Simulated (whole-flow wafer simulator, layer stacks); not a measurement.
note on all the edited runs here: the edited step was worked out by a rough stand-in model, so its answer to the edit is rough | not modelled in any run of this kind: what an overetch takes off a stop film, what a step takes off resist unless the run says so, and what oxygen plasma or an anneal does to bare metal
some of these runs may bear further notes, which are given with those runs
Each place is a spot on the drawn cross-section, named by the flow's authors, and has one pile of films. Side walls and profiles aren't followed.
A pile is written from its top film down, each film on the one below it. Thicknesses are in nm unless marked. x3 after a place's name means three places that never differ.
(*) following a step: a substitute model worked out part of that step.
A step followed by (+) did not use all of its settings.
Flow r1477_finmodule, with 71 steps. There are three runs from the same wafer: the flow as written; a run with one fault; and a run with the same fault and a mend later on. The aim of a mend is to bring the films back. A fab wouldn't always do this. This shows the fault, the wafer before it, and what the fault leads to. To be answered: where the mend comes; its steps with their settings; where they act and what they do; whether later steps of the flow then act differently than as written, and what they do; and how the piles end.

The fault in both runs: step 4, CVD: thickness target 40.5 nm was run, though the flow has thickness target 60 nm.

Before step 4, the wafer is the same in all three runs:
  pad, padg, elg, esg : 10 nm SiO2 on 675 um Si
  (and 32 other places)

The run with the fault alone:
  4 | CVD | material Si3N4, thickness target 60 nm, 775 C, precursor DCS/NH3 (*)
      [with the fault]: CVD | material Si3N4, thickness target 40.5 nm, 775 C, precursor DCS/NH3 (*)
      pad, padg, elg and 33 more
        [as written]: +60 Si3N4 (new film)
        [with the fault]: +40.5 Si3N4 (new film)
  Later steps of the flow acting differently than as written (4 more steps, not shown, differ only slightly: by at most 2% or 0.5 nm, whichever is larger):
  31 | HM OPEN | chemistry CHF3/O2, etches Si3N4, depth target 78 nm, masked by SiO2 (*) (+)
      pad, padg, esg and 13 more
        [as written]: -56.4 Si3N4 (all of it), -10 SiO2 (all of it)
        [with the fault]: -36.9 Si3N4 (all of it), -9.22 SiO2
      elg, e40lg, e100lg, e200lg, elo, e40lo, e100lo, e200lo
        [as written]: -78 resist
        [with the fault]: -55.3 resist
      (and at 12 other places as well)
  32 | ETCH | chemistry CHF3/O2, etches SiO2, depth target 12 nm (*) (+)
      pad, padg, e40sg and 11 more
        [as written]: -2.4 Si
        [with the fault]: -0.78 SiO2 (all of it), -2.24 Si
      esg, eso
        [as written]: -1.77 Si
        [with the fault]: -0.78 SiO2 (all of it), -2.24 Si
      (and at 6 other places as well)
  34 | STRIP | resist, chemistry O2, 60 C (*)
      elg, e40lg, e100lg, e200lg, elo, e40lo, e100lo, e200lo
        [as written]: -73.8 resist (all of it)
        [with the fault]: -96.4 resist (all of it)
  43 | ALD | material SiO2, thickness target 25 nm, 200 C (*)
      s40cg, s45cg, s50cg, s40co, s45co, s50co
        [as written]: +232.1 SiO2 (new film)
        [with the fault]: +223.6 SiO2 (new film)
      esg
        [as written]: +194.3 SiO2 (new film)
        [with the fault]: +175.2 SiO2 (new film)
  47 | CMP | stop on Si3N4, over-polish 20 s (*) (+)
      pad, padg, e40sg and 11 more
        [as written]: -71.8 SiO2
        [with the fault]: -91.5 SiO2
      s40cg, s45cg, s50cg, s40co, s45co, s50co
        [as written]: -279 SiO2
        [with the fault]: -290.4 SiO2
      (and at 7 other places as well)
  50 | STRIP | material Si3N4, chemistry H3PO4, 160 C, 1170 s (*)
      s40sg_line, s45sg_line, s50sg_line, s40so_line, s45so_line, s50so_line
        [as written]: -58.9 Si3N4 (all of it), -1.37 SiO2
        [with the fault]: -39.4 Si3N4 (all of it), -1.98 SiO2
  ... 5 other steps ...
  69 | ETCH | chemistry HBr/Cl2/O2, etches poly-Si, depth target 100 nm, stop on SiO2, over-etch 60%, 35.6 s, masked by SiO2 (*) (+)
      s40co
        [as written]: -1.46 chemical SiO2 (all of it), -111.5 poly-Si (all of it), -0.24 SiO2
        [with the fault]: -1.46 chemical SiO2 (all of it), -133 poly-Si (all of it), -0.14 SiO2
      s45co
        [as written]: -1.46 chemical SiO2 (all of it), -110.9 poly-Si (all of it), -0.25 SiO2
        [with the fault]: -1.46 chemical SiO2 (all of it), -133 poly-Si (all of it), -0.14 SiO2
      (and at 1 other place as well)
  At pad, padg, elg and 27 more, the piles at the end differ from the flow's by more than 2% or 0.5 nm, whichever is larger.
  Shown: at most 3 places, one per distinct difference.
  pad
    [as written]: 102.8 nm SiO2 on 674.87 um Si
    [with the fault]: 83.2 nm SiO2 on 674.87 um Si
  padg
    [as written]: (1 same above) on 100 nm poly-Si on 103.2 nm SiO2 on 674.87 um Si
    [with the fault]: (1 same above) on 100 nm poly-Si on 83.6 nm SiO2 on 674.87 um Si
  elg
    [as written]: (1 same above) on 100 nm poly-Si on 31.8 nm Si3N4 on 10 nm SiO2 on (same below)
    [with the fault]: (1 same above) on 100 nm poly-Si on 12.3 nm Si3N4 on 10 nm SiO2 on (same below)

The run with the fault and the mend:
  The mend stands after step 5.
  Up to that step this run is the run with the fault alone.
  5a | CVD | material Si3N4, thickness target 19.5 nm, 775 C, precursor DCS/NH3 (*) (the flow's step 4, run once more with other settings)
      pad, padg, elg and 33 more
        +19.5 Si3N4
  None of the later steps of the flow acts differently than as written at any place that is followed.
  The piles end the same as the flow's at every place that both follow.
